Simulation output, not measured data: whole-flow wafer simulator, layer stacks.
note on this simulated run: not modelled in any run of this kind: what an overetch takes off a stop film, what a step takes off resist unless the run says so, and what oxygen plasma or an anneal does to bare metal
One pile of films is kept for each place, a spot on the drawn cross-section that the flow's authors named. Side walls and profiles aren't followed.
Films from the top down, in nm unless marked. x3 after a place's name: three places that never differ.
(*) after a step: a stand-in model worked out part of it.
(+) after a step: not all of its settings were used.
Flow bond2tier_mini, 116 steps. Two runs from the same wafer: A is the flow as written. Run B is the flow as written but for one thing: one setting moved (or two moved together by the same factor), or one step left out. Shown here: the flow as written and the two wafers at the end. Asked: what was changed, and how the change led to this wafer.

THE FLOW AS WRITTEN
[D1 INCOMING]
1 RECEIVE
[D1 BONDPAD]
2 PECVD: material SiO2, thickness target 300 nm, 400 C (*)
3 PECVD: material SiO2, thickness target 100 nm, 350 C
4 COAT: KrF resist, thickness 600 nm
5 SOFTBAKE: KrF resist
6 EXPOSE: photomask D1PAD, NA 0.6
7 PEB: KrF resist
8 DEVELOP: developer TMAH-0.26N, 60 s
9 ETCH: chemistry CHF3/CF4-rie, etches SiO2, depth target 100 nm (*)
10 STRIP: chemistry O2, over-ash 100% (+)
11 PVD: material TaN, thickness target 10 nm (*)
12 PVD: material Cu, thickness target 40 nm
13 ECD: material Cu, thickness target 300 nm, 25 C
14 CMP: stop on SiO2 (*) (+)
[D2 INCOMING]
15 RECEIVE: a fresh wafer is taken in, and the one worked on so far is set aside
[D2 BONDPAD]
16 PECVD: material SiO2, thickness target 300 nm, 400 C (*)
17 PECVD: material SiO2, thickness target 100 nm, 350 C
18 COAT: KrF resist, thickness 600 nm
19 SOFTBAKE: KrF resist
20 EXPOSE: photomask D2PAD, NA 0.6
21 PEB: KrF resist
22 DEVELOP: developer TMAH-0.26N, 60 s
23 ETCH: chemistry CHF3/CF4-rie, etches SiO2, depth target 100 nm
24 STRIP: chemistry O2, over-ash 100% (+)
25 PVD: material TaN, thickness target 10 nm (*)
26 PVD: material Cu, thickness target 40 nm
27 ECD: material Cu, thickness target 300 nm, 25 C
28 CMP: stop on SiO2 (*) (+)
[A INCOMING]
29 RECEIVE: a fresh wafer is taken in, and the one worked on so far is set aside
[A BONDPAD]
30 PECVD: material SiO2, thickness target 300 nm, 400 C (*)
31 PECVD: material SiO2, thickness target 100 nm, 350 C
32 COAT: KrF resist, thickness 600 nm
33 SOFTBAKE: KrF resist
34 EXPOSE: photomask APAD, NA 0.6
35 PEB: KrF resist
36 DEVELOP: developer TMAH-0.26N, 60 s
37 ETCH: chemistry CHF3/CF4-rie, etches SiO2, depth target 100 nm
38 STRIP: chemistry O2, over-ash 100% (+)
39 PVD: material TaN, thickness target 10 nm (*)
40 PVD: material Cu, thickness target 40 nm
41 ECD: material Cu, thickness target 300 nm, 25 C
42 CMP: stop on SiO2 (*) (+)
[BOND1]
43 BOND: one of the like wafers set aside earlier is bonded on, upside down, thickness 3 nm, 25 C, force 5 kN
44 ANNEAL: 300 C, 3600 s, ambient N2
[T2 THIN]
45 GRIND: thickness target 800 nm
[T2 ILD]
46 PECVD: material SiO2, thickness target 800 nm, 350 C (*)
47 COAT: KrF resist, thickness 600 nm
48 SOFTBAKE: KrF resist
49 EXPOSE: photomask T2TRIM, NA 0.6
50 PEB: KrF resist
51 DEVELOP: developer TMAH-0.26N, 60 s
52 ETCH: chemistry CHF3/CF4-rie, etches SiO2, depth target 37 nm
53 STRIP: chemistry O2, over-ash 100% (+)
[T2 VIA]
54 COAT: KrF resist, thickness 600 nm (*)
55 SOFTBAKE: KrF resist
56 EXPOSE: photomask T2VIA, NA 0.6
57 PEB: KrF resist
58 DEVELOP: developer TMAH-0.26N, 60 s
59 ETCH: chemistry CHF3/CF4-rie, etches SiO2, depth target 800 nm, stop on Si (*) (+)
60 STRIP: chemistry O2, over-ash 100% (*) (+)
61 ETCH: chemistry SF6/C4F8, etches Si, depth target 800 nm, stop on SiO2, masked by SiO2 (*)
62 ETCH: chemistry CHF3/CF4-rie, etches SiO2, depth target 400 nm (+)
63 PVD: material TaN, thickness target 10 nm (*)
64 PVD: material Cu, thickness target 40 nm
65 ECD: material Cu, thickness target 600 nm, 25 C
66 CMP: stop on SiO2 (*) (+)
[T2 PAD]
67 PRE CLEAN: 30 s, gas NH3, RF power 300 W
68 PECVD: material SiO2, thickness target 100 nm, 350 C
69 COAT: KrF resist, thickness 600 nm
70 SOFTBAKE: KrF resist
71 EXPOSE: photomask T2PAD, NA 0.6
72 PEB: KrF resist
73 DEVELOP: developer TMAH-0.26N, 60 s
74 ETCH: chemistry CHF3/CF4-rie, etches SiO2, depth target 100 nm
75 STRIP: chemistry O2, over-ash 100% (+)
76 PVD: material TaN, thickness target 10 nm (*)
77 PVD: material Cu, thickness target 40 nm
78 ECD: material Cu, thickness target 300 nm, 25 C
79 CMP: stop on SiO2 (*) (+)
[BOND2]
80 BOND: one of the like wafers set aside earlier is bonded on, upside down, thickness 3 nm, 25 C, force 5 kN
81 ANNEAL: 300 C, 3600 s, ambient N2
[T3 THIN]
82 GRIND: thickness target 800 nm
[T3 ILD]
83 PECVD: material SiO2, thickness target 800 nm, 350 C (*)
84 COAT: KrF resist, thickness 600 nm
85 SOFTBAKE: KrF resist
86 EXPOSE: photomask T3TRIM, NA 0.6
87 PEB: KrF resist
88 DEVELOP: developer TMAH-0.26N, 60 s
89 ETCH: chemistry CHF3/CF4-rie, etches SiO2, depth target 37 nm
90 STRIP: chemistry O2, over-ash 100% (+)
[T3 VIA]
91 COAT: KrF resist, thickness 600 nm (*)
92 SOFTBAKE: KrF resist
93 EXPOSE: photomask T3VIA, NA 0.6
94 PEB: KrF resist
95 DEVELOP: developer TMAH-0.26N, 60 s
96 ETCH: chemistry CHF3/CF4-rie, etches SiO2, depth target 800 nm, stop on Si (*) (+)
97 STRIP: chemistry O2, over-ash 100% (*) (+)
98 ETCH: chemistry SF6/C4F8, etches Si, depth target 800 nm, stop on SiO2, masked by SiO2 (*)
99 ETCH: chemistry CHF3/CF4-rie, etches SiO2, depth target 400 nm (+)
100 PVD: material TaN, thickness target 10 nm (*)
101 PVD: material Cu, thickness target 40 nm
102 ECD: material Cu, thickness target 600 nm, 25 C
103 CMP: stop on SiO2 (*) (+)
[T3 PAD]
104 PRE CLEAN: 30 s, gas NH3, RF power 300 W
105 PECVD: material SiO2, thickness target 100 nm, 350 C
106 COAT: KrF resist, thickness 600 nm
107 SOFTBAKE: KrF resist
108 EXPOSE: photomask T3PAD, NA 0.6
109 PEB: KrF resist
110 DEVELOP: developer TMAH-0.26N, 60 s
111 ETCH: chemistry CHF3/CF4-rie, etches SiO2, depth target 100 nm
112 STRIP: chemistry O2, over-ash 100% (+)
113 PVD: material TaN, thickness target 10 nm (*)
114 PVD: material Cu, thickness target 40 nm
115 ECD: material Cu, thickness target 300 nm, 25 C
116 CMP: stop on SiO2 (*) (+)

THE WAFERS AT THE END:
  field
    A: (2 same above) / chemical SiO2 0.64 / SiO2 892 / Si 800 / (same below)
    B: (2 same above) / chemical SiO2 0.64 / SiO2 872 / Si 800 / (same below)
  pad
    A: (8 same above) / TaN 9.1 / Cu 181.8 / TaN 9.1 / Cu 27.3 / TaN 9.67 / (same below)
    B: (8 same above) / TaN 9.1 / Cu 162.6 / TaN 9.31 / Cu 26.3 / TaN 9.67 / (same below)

The cause: step 68, PECVD: thickness target 80 nm was run, where the flow has thickness target 100 nm.

How the change led to this, step by step:
  68 PECVD: material SiO2, thickness target 100 nm, 350 C
      field: A SiO2 +100 | B SiO2 +80
      pad: A SiO2 +100 (new film) | B SiO2 +80 (new film)
  74 ETCH: chemistry CHF3/CF4-rie, etches SiO2, depth target 100 nm
      pad: A SiO2 -100 (all of it) | B SiO2 -80 (all of it), Cu -1
  78 ECD: material Cu, thickness target 300 nm, 25 C
      pad: A Cu +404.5 | B Cu +384.6
